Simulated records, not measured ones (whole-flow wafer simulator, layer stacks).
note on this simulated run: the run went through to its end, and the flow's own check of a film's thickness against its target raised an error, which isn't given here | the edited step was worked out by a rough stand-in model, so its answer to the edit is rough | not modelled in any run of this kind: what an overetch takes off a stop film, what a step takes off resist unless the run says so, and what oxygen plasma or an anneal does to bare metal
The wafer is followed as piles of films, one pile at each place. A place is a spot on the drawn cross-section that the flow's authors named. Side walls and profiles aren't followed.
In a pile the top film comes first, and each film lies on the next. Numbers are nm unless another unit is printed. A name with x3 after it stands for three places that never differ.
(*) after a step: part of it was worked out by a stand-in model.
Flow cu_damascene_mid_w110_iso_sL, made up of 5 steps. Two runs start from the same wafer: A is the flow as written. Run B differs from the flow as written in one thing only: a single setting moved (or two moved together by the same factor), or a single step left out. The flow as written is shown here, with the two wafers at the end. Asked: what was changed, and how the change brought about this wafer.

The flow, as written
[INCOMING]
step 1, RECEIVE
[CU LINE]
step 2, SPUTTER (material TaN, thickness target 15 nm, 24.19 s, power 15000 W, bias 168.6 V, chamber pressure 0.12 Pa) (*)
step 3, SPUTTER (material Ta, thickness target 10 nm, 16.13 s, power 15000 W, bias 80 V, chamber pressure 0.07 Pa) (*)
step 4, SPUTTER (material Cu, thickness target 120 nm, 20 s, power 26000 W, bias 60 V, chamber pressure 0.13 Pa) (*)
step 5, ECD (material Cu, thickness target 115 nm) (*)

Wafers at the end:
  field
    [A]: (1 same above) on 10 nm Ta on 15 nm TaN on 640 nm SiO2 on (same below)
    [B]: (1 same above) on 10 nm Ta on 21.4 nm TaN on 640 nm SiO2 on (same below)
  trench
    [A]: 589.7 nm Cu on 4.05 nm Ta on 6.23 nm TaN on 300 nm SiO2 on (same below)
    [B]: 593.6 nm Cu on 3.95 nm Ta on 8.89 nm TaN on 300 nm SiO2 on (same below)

Cause: step 2, SPUTTER: thickness target 21.4 nm was run, though the flow has thickness target 15 nm; step 2, SPUTTER: 34.47 s was run, where the flow has 24.19 s.
One can read it off the wafer: field has TaN 21.4, and step 2 as written asks for 15 nm.

How this came from the change, step by step:
  step 2, SPUTTER (material TaN, thickness target 15 nm, 24.19 s, power 15000 W, bias 168.6 V, chamber pressure 0.12 Pa) (*)
      field: A TaN gains 15 (new film) | B TaN gains 21.4 (new film)
      trench: A TaN gains 6.23 (new film) | B TaN gains 8.89 (new film)
  step 4, SPUTTER (material Cu, thickness target 120 nm, 20 s, power 26000 W, bias 60 V, chamber pressure 0.13 Pa) (*)
      trench: A Cu gains 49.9 (new film) | B Cu gains 48.9 (new film)
